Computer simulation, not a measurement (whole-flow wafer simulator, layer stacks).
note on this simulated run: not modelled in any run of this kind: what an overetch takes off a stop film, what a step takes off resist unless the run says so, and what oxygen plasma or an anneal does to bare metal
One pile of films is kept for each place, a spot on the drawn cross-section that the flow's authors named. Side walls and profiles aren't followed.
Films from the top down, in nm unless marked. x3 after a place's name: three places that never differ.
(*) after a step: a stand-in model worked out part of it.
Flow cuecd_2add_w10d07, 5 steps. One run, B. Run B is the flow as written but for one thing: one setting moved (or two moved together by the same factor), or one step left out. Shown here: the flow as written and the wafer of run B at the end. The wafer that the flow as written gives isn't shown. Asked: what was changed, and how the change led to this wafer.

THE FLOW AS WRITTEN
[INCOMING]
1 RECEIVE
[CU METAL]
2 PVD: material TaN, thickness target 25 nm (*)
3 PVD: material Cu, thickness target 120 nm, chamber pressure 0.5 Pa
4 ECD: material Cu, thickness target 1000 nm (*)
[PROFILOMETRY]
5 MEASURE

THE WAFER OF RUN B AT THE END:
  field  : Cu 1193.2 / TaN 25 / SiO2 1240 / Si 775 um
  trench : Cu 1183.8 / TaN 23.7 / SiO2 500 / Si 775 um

The cause: step 3, PVD: thickness target 193.2 nm was run, where the flow has thickness target 120 nm.

How the change led to this, step by step:
  3 PVD: material Cu, thickness target 120 nm, chamber pressure 0.5 Pa
      field: Cu +193.2 (new film) (as written it would be: Cu +120 (new film))
      trench: Cu +183.8 (new film) (as written it would be: Cu +114 (new film))
